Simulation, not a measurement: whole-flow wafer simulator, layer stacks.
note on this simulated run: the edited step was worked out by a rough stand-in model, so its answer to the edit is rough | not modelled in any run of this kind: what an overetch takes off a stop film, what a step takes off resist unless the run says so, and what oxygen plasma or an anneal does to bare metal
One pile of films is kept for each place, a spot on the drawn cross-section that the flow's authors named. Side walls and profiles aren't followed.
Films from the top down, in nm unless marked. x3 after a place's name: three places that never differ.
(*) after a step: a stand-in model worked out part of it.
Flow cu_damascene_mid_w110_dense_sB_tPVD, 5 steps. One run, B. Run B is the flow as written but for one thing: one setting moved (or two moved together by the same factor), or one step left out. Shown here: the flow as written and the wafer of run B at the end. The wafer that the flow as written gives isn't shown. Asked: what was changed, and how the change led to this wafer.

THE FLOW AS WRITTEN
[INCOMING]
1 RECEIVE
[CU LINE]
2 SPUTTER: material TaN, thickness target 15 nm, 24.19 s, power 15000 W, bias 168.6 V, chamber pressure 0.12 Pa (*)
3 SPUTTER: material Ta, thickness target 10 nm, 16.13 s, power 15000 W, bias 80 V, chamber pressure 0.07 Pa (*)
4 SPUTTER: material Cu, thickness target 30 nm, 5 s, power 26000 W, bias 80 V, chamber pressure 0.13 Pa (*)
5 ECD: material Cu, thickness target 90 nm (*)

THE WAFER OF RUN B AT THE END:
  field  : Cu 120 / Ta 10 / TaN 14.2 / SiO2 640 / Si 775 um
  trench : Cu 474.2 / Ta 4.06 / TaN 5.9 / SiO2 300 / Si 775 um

The cause: step 2, SPUTTER: thickness target 14.2 nm was run, where the flow has thickness target 15 nm; step 2, SPUTTER: 22.98 s was run, where the flow has 24.19 s.
It can be read off the wafer: field has TaN 14.2, and step 2 as written asks for 15 nm.

How the change led to this, step by step:
  2 SPUTTER: material TaN, thickness target 15 nm, 24.19 s, power 15000 W, bias 168.6 V, chamber pressure 0.12 Pa (*)
      field: TaN +14.2 (new film) (as written it would be: TaN +15 (new film))
